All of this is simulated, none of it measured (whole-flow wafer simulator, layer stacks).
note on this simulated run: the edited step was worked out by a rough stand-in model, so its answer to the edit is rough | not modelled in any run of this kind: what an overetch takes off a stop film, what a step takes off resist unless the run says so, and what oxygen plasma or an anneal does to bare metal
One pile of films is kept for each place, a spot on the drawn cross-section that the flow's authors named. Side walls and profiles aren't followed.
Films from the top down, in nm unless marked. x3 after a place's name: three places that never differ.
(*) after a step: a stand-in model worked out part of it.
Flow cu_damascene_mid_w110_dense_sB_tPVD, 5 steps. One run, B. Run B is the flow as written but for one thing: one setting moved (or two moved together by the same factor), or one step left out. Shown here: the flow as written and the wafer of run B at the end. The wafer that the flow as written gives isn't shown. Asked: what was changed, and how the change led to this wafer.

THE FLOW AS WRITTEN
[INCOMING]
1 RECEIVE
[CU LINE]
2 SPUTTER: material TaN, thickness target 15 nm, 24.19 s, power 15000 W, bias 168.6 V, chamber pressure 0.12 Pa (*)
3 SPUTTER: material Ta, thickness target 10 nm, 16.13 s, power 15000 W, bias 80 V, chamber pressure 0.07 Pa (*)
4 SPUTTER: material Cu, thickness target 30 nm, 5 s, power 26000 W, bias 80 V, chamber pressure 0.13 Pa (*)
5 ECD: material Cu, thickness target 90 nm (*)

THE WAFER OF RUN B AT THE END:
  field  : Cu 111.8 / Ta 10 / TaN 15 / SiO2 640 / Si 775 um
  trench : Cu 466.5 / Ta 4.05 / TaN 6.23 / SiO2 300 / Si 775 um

The cause: step 5, ECD: thickness target 81.8 nm was run, where the flow has thickness target 90 nm.

How the change led to this, step by step:
  5 ECD: material Cu, thickness target 90 nm (*)
      field: Cu +81.8 (as written it would be: Cu +90)
